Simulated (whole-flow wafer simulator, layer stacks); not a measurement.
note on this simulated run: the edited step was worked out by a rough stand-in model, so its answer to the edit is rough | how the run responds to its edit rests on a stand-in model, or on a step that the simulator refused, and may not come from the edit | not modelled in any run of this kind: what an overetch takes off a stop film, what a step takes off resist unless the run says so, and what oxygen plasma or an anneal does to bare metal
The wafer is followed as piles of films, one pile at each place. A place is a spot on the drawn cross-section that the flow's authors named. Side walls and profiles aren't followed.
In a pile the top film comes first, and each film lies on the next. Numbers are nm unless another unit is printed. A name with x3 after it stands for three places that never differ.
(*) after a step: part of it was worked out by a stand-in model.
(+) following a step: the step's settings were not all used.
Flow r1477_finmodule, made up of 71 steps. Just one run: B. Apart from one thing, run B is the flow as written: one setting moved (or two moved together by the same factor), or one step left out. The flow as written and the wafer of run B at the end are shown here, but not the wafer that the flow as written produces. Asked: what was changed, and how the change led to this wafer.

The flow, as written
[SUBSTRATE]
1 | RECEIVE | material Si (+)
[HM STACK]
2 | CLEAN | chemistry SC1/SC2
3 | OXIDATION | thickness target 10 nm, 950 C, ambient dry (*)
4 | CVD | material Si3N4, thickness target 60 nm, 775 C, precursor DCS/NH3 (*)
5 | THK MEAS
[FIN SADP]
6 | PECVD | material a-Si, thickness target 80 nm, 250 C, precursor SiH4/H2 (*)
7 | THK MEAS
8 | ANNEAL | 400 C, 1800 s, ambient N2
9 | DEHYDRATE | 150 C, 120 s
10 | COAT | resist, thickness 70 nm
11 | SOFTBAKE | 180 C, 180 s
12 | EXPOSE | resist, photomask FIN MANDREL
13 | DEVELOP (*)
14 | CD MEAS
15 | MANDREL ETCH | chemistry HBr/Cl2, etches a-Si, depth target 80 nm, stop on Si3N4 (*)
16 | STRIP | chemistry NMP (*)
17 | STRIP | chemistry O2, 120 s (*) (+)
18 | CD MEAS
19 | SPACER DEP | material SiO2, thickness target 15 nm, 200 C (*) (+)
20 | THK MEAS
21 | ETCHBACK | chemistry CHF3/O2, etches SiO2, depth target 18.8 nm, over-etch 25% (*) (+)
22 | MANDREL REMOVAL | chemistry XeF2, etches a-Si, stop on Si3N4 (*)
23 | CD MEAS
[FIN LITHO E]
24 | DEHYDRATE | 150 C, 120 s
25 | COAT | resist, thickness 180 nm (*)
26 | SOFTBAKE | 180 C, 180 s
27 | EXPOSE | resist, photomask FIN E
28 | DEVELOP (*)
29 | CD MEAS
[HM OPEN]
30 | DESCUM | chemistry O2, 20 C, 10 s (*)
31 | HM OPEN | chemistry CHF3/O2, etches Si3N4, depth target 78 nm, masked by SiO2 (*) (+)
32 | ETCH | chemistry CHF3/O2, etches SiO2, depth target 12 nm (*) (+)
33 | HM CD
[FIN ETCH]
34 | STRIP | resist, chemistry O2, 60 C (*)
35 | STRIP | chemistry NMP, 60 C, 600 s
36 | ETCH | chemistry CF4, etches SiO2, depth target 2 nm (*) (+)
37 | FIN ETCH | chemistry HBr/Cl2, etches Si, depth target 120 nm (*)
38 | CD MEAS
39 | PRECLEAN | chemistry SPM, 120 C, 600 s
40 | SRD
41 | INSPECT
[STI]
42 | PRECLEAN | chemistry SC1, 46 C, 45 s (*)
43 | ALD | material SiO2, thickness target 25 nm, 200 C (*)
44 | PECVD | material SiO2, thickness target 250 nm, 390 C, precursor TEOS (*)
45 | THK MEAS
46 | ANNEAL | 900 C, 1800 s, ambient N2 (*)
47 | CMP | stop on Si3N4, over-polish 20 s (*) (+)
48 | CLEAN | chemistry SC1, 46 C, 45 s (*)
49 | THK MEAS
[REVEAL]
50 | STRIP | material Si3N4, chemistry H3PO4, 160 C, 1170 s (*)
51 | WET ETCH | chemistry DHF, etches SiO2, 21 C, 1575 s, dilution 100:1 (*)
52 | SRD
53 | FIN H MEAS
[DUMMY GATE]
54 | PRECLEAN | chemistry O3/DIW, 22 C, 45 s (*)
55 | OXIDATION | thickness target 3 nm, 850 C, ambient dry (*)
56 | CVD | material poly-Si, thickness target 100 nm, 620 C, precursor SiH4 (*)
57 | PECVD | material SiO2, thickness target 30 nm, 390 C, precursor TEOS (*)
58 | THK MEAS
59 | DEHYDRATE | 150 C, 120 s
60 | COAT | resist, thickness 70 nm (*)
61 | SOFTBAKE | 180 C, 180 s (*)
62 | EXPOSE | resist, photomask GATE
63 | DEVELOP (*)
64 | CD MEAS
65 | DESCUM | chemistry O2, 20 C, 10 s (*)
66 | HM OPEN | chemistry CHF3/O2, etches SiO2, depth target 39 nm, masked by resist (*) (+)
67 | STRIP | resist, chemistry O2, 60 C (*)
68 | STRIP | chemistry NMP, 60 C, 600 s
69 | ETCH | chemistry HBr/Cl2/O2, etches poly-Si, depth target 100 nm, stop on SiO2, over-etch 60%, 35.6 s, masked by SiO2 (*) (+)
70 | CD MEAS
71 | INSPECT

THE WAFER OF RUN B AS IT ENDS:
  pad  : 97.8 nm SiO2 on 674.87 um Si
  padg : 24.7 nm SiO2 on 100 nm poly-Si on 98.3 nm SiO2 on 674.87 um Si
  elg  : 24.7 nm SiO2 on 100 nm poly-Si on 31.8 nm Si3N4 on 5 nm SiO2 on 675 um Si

Cause: step 3, OXIDATION: thickness target 5 nm was run, though the flow has thickness target 10 nm.
The wafer itself shows it: elg has SiO2 5, and step 3 as written asks for 10 nm.

Step by step, how the change led to this:
  3 | OXIDATION | thickness target 10 nm, 950 C, ambient dry (*)
      pad, padg, elg and 33 more: +5 SiO2 (new film), -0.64 chemical SiO2 (all of it), -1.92 Si (it would be, as written: +10 SiO2 (new film), -0.64 chemical SiO2 (all of it), -4.12 Si)
  31 | HM OPEN | chemistry CHF3/O2, etches Si3N4, depth target 78 nm, masked by SiO2 (*) (+)
      s40cg, s45cg, s50cg, s40co, s45co, s50co: -60 Si3N4 (all of it), -5 SiO2 (all of it) (it would be, as written: -60 Si3N4 (all of it), -9 SiO2)
      pad, padg, esg and 13 more: -56.4 Si3N4 (all of it), -5 SiO2 (all of it) (it would be, as written: -56.4 Si3N4 (all of it), -10 SiO2 (all of it))
  32 | ETCH | chemistry CHF3/O2, etches SiO2, depth target 12 nm (*) (+)
      s40cg, s40co: -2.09 Si (it would be, as written: -1 SiO2 (all of it), -2.2 Si)
      s45cg, s45co: -2.13 Si (it would be, as written: -1 SiO2 (all of it), -2.2 Si)
      (and at 2 other places as well)
  43 | ALD | material SiO2, thickness target 25 nm, 200 C (*)
      s40cg, s45cg, s40co, s45co: +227 SiO2 (new film) (it would be, as written: +232.1 SiO2 (new film))
      s50cg, s50co: +227.1 SiO2 (new film) (it would be, as written: +232.1 SiO2 (new film))
      (and at 1 other place as well)
  47 | CMP | stop on Si3N4, over-polish 20 s (*) (+)
      pad, padg, e40sg and 11 more: -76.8 SiO2 (it would be, as written: -71.8 SiO2)
      eso: -77.4 SiO2 (it would be, as written: -72.4 SiO2)
  51 | WET ETCH | chemistry DHF, etches SiO2, 21 C, 1575 s, dilution 100:1 (*)
      s40sg_line, s45sg_line, s50sg_line, s40so_line, s45so_line, s50so_line: -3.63 SiO2 (all of it) (it would be, as written: -8.63 SiO2 (all of it))
  56 | CVD | material poly-Si, thickness target 100 nm, 620 C, precursor SiH4 (*)
      s40cg, s40co: +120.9 poly-Si (new film) (it would be, as written: +113.9 poly-Si (new film))
      s45cg, s45co: +118.4 poly-Si (new film) (it would be, as written: +113.4 poly-Si (new film))
      (and at 2 other places as well)
  60 | COAT | resist, thickness 70 nm (*)
      s40cg, s40co: +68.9 resist (new film) (it would be, as written: +70.6 resist (new film))
      s40sg, s40so: +96.3 resist (new film) (it would be, as written: +91 resist (new film))
      (and at 4 other places as well)
  63 | DEVELOP (*)
      s40co: -68.9 resist (all of it) (it would be, as written: -70.6 resist (all of it))
      s40so: -96.3 resist (all of it) (it would be, as written: -91 resist (all of it))
      (and at 2 other places as well)
  67 | STRIP | resist, chemistry O2, 60 C (*)
      s40cg: -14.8 resist (all of it) (it would be, as written: -16.5 resist (all of it))
      s40sg: -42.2 resist (all of it) (it would be, as written: -36.9 resist (all of it))
      (and at 2 other places as well)
  69 | ETCH | chemistry HBr/Cl2/O2, etches poly-Si, depth target 100 nm, stop on SiO2, over-etch 60%, 35.6 s, masked by SiO2 (*) (+)
      s40co: -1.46 chemical SiO2 (all of it), -118.5 poly-Si (all of it), -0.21 SiO2 (it would be, as written: -1.46 chemical SiO2 (all of it), -111.5 poly-Si (all of it), -0.24 SiO2)
      s45co: -1.46 chemical SiO2 (all of it), -115.9 poly-Si (all of it), -0.22 SiO2 (it would be, as written: -1.46 chemical SiO2 (all of it), -110.9 poly-Si (all of it), -0.25 SiO2)
      (and at 1 other place as well)
